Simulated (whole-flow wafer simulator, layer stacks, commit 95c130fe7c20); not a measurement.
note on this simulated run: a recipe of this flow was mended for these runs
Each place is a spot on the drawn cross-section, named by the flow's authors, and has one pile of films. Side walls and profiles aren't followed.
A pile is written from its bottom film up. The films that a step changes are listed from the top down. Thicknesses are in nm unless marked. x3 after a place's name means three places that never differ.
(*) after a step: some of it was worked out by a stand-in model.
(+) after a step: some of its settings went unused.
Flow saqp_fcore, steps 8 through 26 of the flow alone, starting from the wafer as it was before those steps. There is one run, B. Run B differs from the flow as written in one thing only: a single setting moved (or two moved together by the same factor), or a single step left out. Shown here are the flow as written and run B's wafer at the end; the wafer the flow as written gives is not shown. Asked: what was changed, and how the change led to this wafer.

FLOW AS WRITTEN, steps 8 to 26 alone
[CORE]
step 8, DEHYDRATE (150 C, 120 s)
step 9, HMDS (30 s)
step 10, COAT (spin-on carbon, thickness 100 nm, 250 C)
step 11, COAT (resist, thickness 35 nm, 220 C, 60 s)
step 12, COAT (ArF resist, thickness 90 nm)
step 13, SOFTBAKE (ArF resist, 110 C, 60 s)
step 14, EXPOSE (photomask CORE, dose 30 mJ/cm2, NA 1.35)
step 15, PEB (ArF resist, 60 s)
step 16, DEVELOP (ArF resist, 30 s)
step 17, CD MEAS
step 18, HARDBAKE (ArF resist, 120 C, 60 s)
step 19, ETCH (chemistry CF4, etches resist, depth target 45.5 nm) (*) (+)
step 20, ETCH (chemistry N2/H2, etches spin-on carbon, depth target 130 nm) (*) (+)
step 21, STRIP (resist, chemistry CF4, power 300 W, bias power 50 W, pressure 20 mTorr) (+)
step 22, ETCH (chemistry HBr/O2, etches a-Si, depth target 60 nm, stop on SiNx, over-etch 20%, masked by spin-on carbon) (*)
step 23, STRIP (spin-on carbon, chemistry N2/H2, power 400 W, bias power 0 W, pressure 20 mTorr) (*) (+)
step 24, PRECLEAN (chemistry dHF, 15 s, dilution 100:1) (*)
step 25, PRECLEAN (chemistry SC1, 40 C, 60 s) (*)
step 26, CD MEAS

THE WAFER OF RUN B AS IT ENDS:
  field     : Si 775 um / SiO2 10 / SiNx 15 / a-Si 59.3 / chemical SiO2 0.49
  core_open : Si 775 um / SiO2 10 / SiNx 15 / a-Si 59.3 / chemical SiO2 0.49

The reason: step 20, ETCH: depth target 75 nm was run, though the flow has depth target 130 nm.

The path from the change to this, step by step:
  step 20, ETCH (chemistry N2/H2, etches spin-on carbon, depth target 130 nm) (*) (+)
      field, core_open: spin-on carbon loses 75 (it would be, as written: spin-on carbon loses 94.8 (all of it), a-Si loses 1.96)
      core_line: ArF resist loses 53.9 (all of it), resist loses 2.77 (it would be, as written: ArF resist loses 53.9 (all of it), resist loses 6.44)
  step 21, STRIP (resist, chemistry CF4, power 300 W, bias power 50 W, pressure 20 mTorr) (+)
      field: nothing (it would be, as written: a-Si loses 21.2)
      core_open: nothing (it would be, as written: a-Si loses 18.7)
      (as well as at 1 more place)
  step 22, ETCH (chemistry HBr/O2, etches a-Si, depth target 60 nm, stop on SiNx, over-etch 20%, masked by spin-on carbon) (*)
      field: spin-on carbon loses 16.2 (it would be, as written: a-Si loses 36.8 (all of it), SiNx loses 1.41)
      core_open: spin-on carbon loses 16.2 (it would be, as written: a-Si loses 39.4 (all of it), SiNx loses 1.3)
      (as well as at 1 more place)
  step 23, STRIP (spin-on carbon, chemistry N2/H2, power 400 W, bias power 0 W, pressure 20 mTorr) (*) (+)
      field, core_open: spin-on carbon loses 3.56 (all of it) (it would be, as written: nothing)
      core_line: spin-on carbon loses 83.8 (all of it) (it would be, as written: spin-on carbon loses 88.8 (all of it))
  step 24, PRECLEAN (chemistry dHF, 15 s, dilution 100:1) (*)
      field, core_open: nothing (it would be, as written: SiNx loses 1.31)
  step 25, PRECLEAN (chemistry SC1, 40 C, 60 s) (*)
      field, core_open: chemical SiO2 gains 0.49 (new film), a-Si loses 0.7 (it would be, as written: nothing)
